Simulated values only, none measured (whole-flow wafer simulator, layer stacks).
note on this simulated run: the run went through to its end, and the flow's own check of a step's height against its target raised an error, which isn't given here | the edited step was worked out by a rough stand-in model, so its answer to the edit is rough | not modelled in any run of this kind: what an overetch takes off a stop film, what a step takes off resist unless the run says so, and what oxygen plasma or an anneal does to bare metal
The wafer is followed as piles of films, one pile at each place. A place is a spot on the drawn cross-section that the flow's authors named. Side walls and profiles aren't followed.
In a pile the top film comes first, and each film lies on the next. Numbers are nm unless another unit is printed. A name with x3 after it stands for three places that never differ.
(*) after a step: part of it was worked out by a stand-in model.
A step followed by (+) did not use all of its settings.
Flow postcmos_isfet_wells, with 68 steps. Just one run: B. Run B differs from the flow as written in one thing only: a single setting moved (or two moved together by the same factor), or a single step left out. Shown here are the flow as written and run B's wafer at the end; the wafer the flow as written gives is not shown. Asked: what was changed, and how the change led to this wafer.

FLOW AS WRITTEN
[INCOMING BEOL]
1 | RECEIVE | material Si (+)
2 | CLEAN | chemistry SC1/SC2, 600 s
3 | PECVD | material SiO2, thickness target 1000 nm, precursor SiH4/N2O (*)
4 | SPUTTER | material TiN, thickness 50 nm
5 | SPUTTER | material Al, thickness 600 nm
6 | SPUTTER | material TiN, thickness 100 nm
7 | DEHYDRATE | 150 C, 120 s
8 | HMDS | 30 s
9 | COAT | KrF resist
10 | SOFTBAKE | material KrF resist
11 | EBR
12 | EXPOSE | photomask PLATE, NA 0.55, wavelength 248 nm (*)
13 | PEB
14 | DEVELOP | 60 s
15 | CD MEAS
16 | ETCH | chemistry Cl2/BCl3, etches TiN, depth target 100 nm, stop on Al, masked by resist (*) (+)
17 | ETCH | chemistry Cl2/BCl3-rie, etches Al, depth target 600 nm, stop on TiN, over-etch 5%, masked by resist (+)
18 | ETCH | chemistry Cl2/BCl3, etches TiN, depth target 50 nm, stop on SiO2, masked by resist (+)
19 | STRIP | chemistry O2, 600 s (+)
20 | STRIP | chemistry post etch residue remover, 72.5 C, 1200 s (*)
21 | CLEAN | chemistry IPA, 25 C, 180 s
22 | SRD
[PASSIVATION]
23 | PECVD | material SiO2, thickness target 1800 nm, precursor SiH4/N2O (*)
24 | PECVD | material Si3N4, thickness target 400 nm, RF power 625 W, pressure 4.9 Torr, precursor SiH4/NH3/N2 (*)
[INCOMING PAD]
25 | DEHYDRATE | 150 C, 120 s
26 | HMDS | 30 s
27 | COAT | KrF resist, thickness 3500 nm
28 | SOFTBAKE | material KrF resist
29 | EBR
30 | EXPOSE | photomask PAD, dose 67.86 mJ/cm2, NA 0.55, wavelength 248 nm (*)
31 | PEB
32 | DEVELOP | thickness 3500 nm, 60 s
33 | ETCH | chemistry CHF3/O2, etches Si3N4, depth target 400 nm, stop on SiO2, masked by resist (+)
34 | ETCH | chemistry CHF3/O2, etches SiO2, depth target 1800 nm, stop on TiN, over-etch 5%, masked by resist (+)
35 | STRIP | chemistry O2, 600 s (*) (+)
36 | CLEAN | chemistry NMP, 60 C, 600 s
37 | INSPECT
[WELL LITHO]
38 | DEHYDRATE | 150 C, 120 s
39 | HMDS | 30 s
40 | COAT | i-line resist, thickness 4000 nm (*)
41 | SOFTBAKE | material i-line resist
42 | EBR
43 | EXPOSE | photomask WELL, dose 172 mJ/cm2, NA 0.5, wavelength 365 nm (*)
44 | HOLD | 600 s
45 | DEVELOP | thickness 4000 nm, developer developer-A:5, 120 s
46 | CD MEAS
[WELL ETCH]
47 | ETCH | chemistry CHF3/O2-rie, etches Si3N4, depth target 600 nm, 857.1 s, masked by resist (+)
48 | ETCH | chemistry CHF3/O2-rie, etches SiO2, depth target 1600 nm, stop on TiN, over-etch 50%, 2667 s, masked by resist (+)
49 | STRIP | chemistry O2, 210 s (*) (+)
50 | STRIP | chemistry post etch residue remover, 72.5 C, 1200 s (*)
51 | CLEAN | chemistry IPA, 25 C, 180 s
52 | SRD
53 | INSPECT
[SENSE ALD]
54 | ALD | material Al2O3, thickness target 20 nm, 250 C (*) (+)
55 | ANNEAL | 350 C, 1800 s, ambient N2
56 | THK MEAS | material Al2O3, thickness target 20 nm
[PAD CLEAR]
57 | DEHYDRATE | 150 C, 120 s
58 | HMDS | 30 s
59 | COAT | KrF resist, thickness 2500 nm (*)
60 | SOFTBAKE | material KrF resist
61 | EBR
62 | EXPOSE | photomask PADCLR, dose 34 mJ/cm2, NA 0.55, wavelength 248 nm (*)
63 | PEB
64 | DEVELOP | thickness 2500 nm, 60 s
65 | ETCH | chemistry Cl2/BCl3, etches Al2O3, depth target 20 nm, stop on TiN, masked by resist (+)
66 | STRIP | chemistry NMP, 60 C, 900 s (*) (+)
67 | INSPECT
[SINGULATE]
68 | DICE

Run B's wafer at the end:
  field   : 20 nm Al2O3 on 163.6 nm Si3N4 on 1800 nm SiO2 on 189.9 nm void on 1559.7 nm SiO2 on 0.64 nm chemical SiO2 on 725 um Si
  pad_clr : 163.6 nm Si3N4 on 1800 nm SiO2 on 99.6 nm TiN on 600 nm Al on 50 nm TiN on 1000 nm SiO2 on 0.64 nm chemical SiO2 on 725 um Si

Cause: step 24, PECVD: thickness target 164 nm was run, whereas the flow has thickness target 400 nm.

How this came from the change, step by step:
  24 | PECVD | material Si3N4, thickness target 400 nm, RF power 625 W, pressure 4.9 Torr, precursor SiH4/NH3/N2 (*)
      field, margin, well900, well1300 x3, pad_rim, pad_clr, pad_open: +164 Si3N4 (new film) (in the flow as written it would be: +400 Si3N4 (new film))
  33 | ETCH | chemistry CHF3/O2, etches Si3N4, depth target 400 nm, stop on SiO2, masked by resist (+)
      field, margin, well900, well1300 x3, pad_rim, pad_clr: -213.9 KrF resist (in the flow as written it would be: -347.8 KrF resist)
      pad_open: -164 Si3N4 (all of it) (in the flow as written it would be: -400 Si3N4 (all of it))
  35 | STRIP | chemistry O2, 600 s (*) (+)
      field, margin, well900, well1300 x3, pad_rim, pad_clr: -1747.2 KrF resist (all of it) (in the flow as written it would be: -1613.3 KrF resist (all of it))
  40 | COAT | i-line resist, thickness 4000 nm (*)
      pad_clr: +3330.7 i-line resist (new film) (in the flow as written it would be: +3256.8 i-line resist (new film))
  41 | SOFTBAKE | material i-line resist
      pad_clr: -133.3 i-line resist (in the flow as written it would be: -156.7 i-line resist)
      pad_open: +104.8 i-line resist (in the flow as written it would be: +115.3 i-line resist)
  47 | ETCH | chemistry CHF3/O2-rie, etches Si3N4, depth target 600 nm, 857.1 s, masked by resist (+)
      well900, well1300 x3: -164 Si3N4 (all of it), -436 SiO2 (in the flow as written it would be: -400 Si3N4 (all of it), -200 SiO2)
  48 | ETCH | chemistry CHF3/O2-rie, etches SiO2, depth target 1600 nm, stop on TiN, over-etch 50%, 2667 s, masked by resist (+)
      well900, well1300 x3: -1364 SiO2 (all of it) (in the flow as written it would be: -1600 SiO2 (all of it))
  49 | STRIP | chemistry O2, 210 s (*) (+)
      pad_clr: -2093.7 i-line resist (all of it) (in the flow as written it would be: -1996.5 i-line resist (all of it))
      pad_open: -3721.1 i-line resist (all of it) (in the flow as written it would be: -3816.3 i-line resist (all of it))
  59 | COAT | KrF resist, thickness 2500 nm (*)
      field: +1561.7 KrF resist (new film) (in the flow as written it would be: +1449 KrF resist (new film))
      margin: +1561.7 KrF resist (new film) (in the flow as written it would be: +1448.9 KrF resist (new film))
      (and at 2 other places as well)
  63 | PEB
      field, margin: -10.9 KrF resist (in the flow as written it would be: -10.1 KrF resist)
      pad_clr: -12.4 KrF resist (in the flow as written it would be: -11.8 KrF resist)
  64 | DEVELOP | thickness 2500 nm, 60 s
      pad_clr: -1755 KrF resist (all of it) (in the flow as written it would be: -1676 KrF resist (all of it))
  66 | STRIP | chemistry NMP, 60 C, 900 s (*) (+)
      field: -1512.1 KrF resist (all of it) (in the flow as written it would be: -1400.1 KrF resist (all of it))
      margin: -1512 KrF resist (all of it) (in the flow as written it would be: -1400.1 KrF resist (all of it))
      (and at 1 other place as well)
